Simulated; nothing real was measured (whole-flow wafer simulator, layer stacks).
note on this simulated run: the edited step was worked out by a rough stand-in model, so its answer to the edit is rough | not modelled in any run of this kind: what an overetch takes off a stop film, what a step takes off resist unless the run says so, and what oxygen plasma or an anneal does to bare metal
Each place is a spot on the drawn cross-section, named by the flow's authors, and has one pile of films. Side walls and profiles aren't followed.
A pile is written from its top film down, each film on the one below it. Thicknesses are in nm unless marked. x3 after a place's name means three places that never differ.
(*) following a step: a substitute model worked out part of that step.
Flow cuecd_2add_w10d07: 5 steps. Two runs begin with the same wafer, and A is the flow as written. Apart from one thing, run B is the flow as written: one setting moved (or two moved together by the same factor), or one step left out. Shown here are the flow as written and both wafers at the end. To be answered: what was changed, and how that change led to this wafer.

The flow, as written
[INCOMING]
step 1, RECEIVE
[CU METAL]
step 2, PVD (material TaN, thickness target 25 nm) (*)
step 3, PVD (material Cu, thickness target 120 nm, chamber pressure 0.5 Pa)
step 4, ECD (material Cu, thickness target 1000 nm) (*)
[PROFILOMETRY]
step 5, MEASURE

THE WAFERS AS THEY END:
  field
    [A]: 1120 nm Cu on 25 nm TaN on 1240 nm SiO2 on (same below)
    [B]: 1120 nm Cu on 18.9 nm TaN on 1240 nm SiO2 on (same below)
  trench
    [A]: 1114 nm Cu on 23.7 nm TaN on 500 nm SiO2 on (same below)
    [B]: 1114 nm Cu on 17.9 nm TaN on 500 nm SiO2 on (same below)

Cause: step 2, PVD: thickness target 18.9 nm was run, while the flow as written has thickness target 25 nm.
The wafer itself shows it: field has TaN 18.9, and step 2 as written asks for 25 nm.

The path from the change to this, step by step:
  step 2, PVD (material TaN, thickness target 25 nm) (*)
      field: A +25 TaN (new film) | B +18.9 TaN (new film)
      trench: A +23.7 TaN (new film) | B +17.9 TaN (new film)
